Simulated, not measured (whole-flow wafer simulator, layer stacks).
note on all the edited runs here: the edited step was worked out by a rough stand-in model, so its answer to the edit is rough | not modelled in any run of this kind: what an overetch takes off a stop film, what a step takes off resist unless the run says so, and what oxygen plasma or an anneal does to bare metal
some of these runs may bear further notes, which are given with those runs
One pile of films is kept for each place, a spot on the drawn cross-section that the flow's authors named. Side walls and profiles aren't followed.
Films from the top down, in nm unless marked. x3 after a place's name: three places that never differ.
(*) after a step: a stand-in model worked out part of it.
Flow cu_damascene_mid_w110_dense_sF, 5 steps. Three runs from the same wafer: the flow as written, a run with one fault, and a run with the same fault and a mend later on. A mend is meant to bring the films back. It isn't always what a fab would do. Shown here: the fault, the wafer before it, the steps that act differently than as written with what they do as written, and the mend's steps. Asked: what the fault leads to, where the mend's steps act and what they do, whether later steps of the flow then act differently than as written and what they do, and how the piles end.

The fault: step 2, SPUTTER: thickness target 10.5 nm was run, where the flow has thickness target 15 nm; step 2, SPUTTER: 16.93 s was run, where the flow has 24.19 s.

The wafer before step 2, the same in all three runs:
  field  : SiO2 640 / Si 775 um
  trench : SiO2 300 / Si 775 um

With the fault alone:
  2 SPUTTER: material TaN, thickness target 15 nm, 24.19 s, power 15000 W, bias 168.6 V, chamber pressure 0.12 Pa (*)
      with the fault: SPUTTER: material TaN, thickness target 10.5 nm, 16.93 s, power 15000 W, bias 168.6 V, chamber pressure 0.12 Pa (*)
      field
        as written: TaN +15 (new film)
        with the fault: TaN +10.5 (new film)
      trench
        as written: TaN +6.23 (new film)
        with the fault: TaN +4.36 (new film)
  No later step of the flow acts differently than as written, at any place that is followed, by more than 2% or 0.5 nm, whichever is larger.
  At the end the piles differ from the flow's by more than 2% or 0.5 nm, whichever is larger, at field, trench.
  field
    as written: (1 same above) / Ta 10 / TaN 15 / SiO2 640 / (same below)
    with the fault: (1 same above) / Ta 10 / TaN 10.5 / SiO2 640 / (same below)
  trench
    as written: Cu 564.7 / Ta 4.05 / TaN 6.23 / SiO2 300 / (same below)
    with the fault: Cu 562 / Ta 4.1 / TaN 4.36 / SiO2 300 / (same below)

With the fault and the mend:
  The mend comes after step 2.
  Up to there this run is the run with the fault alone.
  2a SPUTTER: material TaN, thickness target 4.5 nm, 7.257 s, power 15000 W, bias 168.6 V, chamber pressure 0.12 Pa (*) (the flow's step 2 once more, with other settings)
      field
        TaN +4.5
      trench
        TaN +1.8
  No later step of the flow acts differently than as written, at any place that is followed, by more than 2% or 0.5 nm, whichever is larger.
  At the end the piles differ from the flow's only slightly at the places that both follow, by at most 2% or 0.5 nm, whichever is larger.
